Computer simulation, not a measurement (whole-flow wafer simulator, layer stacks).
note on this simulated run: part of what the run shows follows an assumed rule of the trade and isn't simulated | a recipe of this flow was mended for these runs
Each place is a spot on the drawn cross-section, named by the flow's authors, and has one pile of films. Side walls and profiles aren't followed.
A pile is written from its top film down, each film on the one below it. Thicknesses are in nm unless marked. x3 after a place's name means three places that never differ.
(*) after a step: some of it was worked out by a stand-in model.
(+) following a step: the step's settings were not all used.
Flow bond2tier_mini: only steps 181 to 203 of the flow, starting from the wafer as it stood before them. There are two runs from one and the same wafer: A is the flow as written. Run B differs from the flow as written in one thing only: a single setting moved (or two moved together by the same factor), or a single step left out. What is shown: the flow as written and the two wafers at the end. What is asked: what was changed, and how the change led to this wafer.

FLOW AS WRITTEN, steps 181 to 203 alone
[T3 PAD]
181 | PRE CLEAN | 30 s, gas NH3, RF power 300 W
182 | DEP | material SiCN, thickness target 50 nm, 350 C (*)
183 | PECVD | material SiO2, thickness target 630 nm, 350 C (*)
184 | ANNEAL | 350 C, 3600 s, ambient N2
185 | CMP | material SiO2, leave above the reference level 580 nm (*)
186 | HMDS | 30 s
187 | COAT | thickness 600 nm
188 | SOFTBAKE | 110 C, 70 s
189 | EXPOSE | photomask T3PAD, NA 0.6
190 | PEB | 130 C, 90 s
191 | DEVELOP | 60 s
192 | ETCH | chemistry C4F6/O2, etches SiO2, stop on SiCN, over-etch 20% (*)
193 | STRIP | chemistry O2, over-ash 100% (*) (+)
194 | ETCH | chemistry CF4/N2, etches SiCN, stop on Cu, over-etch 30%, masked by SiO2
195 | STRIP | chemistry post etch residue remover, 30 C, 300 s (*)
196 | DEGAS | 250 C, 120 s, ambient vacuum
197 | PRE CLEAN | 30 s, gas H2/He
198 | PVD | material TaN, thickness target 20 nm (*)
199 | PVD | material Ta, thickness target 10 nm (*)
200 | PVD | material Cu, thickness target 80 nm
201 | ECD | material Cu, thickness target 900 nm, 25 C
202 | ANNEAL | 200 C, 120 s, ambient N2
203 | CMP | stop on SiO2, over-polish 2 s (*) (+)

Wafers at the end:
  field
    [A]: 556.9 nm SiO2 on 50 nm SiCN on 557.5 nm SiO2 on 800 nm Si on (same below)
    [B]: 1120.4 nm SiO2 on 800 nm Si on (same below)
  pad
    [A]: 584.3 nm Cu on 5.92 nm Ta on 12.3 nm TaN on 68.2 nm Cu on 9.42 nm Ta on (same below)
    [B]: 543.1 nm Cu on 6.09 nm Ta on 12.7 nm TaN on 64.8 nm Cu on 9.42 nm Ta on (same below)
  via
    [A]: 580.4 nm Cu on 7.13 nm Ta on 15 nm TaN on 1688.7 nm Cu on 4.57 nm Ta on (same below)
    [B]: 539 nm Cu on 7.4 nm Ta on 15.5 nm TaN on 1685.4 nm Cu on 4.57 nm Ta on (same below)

Cause: step 182, DEP: material SiCN, thickness target 50 nm, 350 C (*), was not run.

How this came from the change, step by step:
  183 | PECVD | material SiO2, thickness target 630 nm, 350 C (*)
      field: A SiO2 gains 630 (new film) | B SiO2 gains 630
  192 | ETCH | chemistry C4F6/O2, etches SiO2, stop on SiCN, over-etch 20% (*)
      pad, via: A SiO2 loses 580 (all of it), SiCN loses 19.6 | B SiO2 loses 580 (all of it), Cu loses 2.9
  194 | ETCH | chemistry CF4/N2, etches SiCN, stop on Cu, over-etch 30%, masked by SiO2
      pad, via: A SiCN loses 30.4 (all of it), Cu loses 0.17 | B Cu loses 0.6
      field: A SiO2 loses 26 | B SiO2 loses 20
  200 | PVD | material Cu, thickness target 80 nm
      pad: A Cu gains 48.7 (new film) | B Cu gains 50 (new film)
      via: A Cu gains 59.4 (new film) | B Cu gains 61.4 (new film)
  201 | ECD | material Cu, thickness target 900 nm, 25 C
      pad: A Cu gains 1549 | B Cu gains 1506.5
      via: A Cu gains 1534.4 | B Cu gains 1491
